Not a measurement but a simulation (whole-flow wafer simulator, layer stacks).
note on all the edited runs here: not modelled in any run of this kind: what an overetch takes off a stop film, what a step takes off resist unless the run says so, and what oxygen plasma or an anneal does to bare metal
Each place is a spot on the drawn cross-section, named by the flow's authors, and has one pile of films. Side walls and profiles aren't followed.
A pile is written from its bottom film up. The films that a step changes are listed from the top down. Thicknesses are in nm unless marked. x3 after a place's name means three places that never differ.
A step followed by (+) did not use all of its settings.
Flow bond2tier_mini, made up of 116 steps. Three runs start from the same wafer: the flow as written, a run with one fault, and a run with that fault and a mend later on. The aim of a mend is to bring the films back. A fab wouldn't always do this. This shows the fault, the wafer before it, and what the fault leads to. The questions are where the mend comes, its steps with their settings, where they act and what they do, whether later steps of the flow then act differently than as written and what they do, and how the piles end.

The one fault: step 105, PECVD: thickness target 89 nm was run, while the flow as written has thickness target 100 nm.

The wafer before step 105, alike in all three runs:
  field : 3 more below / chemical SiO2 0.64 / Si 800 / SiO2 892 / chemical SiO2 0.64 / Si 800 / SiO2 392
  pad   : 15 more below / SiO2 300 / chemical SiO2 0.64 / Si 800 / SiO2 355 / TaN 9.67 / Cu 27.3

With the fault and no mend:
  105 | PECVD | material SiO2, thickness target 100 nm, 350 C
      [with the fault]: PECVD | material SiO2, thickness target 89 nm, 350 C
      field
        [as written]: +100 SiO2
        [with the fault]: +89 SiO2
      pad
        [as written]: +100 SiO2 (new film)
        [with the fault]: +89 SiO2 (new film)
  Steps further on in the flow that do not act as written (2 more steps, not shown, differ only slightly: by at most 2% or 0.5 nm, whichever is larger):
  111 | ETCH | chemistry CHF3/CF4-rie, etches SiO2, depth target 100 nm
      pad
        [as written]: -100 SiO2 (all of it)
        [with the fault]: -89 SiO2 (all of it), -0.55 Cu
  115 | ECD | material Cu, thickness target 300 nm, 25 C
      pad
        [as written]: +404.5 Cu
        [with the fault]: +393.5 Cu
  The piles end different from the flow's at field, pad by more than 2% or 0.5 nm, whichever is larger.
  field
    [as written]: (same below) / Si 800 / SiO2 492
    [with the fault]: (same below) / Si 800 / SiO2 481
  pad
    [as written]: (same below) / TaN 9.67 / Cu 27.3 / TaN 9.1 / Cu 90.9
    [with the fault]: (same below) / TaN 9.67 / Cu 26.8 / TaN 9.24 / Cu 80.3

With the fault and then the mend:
  The mend stands after step 110.
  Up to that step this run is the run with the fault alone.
  110a | STRIP | chemistry O2, over-ash 100% (+)
      field
        -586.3 KrF resist (all of it)
  110b | PECVD | material SiO2, thickness target 11 nm, 350 C (the flow's step 105, run once more with other settings)
      field, pad
        +11 SiO2
  110c | COAT | KrF resist, thickness 600 nm (the flow's step 106, run once more)
      field, pad
        +600 KrF resist (new film)
  110d | SOFTBAKE | KrF resist (the flow's step 107, run once more)
      leaves every film unchanged at each place that is followed
  110e | EXPOSE | photomask T3PAD, NA 0.6 (the flow's step 108, run once more)
      leaves every film unchanged at each place that is followed
  110f | PEB | KrF resist (the flow's step 109, run once more)
      leaves every film unchanged at each place that is followed
  110g | DEVELOP | developer TMAH-0.26N, 60 s (the flow's step 110, run once more)
      field
        -13.7 KrF resist
      pad
        -600 KrF resist (all of it)
  Later steps of the flow that are run all act as written at every place that is followed.
  The piles end the same as the flow's at every place that both follow.
